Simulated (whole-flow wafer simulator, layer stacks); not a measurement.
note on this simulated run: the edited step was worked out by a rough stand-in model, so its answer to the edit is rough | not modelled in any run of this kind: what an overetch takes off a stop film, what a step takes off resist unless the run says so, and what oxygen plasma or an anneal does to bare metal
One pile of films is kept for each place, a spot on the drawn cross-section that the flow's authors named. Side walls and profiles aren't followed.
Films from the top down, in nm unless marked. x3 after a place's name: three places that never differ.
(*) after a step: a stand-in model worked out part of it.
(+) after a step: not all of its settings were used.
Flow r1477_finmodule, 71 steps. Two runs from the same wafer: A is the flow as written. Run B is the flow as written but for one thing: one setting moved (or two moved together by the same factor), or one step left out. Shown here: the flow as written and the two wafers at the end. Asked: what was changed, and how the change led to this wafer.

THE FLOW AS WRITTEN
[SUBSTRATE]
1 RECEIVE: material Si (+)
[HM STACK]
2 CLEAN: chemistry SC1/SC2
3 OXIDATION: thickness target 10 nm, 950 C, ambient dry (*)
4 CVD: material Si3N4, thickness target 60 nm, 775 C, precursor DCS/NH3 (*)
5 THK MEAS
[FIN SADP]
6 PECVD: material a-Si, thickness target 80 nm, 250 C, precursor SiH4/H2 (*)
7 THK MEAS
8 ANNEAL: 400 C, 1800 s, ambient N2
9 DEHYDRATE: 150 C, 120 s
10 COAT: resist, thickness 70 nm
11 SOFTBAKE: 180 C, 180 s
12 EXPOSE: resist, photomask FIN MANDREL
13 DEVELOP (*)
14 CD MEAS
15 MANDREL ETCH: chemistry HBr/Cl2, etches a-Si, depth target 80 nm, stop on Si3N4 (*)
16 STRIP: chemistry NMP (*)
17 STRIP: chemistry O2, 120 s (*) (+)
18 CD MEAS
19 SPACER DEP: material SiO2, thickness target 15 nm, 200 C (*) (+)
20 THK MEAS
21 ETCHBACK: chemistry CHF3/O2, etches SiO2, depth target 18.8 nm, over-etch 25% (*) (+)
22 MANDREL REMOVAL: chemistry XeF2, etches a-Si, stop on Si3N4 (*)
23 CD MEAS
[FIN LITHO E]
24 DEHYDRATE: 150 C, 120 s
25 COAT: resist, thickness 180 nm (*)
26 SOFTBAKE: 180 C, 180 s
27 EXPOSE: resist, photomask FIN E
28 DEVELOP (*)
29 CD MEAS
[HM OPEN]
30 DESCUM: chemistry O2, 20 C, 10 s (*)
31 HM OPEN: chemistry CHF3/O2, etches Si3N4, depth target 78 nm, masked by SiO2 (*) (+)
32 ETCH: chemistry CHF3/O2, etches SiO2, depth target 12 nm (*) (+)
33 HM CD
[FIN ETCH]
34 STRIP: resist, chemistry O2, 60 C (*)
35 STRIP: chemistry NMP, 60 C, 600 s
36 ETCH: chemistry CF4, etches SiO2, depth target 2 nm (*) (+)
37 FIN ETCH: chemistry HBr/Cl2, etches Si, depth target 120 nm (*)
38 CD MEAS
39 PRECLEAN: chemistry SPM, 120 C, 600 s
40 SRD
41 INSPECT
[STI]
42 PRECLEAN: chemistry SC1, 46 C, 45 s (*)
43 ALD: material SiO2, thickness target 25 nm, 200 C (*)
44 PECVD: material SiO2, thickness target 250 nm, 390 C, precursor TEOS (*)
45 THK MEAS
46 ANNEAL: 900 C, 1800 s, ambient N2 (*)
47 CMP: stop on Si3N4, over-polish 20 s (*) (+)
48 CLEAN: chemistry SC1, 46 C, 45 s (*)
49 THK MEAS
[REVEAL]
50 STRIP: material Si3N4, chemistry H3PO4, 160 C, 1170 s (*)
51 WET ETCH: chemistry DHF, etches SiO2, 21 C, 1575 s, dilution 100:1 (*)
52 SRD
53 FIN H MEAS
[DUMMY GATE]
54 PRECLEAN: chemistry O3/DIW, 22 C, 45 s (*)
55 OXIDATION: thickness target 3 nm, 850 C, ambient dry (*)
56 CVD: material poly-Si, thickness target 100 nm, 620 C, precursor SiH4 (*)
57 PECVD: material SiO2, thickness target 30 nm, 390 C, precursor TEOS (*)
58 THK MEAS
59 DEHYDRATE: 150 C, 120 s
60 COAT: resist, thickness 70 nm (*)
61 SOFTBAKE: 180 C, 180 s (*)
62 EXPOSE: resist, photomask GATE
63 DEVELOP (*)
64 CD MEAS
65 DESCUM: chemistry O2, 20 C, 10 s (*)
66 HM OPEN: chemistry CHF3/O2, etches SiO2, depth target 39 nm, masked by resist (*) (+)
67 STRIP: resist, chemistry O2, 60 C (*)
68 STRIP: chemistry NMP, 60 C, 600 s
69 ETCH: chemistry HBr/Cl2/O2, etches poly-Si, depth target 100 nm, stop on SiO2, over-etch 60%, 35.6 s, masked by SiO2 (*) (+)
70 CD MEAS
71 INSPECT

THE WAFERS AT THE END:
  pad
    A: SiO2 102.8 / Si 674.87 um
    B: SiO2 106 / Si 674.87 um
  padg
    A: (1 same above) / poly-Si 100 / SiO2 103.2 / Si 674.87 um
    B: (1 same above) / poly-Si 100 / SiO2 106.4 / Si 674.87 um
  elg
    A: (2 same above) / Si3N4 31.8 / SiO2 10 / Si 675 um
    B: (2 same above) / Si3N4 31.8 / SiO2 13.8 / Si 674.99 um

The cause: step 3, OXIDATION: thickness target 13.8 nm was run, where the flow has thickness target 10 nm.
It can be read off the wafer: elg has SiO2 13.8, and step 3 as written asks for 10 nm.

How the change led to this, step by step:
  3 OXIDATION: thickness target 10 nm, 950 C, ambient dry (*)
      pad, padg, elg and 33 more: A SiO2 +10 (new film), chemical SiO2 -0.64 (all of it), Si -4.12 | B SiO2 +13.8 (new film), chemical SiO2 -0.64 (all of it), Si -5.79
  31 HM OPEN: chemistry CHF3/O2, etches Si3N4, depth target 78 nm, masked by SiO2 (*) (+)
      pad, padg, esg and 13 more: A Si3N4 -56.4 (all of it), SiO2 -10 (all of it) | B Si3N4 -56.4 (all of it), SiO2 -10.8
  32 ETCH: chemistry CHF3/O2, etches SiO2, depth target 12 nm (*) (+)
      pad, padg, e40sg and 11 more: A Si -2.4 | B SiO2 -2.99 (all of it), Si -1.8
      esg, eso: A Si -1.77 | B SiO2 -2.99 (all of it), Si -1.8
      (and at 6 more places)
  47 CMP: stop on Si3N4, over-polish 20 s (*) (+)
      pad, padg, e40sg and 11 more: A SiO2 -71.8 | B SiO2 -68.6
      eso: A SiO2 -72.4 | B SiO2 -68.6
  51 WET ETCH: chemistry DHF, etches SiO2, 21 C, 1575 s, dilution 100:1 (*)
      s40sg_line, s45sg_line, s50sg_line, s40so_line, s45so_line, s50so_line: A SiO2 -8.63 (all of it) | B SiO2 -12.4 (all of it)
  56 CVD: material poly-Si, thickness target 100 nm, 620 C, precursor SiH4 (*)
      s40cg, s40co: A poly-Si +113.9 (new film) | B poly-Si +110.1 (new film)
      s45cg, s45co: A poly-Si +113.4 (new film) | B poly-Si +109.6 (new film)
      (and at 2 more places)
  60 COAT: resist, thickness 70 nm (*)
      s40sg, s40so: A resist +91 (new film) | B resist +87.4 (new film)
      s45sg, s45so: A resist +91 (new film) | B resist +87.3 (new film)
      (and at 2 more places)
  63 DEVELOP (*)
      s40so: A resist -91 (all of it) | B resist -87.4 (all of it)
      s45so: A resist -91 (all of it) | B resist -87.3 (all of it)
      (and at 1 more place)
  67 STRIP: resist, chemistry O2, 60 C (*)
      s40sg: A resist -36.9 (all of it) | B resist -33.3 (all of it)
      s45sg: A resist -36.9 (all of it) | B resist -33.2 (all of it)
      (and at 1 more place)
  69 ETCH: chemistry HBr/Cl2/O2, etches poly-Si, depth target 100 nm, stop on SiO2, over-etch 60%, 35.6 s, masked by SiO2 (*) (+)
      s40co: A chemical SiO2 -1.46 (all of it), poly-Si -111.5 (all of it), SiO2 -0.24 | B chemical SiO2 -1.46 (all of it), poly-Si -107.7 (all of it), SiO2 -0.26
      s45co: A chemical SiO2 -1.46 (all of it), poly-Si -110.9 (all of it), SiO2 -0.25 | B chemical SiO2 -1.46 (all of it), poly-Si -107.1 (all of it), SiO2 -0.26
      (and at 1 more place)
